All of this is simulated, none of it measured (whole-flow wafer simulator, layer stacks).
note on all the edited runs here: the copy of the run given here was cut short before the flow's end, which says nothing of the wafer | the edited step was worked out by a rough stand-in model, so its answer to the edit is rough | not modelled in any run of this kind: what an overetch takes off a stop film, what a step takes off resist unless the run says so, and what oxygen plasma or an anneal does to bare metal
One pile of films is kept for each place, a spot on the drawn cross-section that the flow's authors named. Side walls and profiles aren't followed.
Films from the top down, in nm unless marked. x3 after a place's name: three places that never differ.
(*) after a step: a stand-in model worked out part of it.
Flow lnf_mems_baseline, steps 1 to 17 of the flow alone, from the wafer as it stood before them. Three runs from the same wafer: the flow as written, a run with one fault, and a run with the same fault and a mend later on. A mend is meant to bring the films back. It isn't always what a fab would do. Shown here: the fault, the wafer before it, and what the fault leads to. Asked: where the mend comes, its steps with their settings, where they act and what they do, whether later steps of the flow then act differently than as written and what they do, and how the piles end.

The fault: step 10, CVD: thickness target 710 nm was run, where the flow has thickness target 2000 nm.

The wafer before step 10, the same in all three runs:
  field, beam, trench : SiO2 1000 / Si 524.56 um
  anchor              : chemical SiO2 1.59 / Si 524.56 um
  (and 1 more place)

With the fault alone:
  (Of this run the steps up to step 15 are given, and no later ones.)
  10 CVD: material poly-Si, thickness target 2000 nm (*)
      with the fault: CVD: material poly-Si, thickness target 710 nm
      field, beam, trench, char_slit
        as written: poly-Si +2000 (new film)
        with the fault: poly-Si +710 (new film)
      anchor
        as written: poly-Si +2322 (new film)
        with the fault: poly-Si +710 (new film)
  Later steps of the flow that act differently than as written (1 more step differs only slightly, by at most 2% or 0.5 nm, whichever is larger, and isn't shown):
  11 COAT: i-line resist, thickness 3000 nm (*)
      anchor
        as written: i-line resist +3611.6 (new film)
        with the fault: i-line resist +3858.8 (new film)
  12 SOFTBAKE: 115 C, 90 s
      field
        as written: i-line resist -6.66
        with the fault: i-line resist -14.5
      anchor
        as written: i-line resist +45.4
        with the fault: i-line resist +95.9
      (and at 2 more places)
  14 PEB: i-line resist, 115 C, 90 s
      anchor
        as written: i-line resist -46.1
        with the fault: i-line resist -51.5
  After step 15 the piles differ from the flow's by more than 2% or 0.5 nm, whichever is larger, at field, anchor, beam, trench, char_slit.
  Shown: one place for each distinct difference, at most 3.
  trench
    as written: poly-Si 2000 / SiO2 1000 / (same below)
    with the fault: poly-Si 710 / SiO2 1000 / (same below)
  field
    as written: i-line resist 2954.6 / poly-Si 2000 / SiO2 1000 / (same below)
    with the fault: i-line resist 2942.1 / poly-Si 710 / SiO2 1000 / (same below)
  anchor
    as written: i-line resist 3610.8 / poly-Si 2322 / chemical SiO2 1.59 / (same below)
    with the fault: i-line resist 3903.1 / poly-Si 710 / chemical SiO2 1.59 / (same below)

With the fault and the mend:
  The mend comes after step 10.
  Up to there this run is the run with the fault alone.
  10a ETCH: chemistry tmah, depth target 914.8 nm
      field, anchor, beam, trench, char_slit
        poly-Si -710 (all of it)
  10b CLEAN: chemistry SC1/SC2 (the flow's step 1 once more)
      changes no film at any place that is followed
  10c CVD: material poly-Si, thickness target 2000 nm (*) (the flow's step 10 once more)
      field, beam, trench, char_slit
        poly-Si +2000 (new film)
      anchor
        poly-Si +2322 (new film)
  No later step of the flow acts differently than as written at any place that is followed.
  At the end the piles are the same as the flow's at every place that both follow.
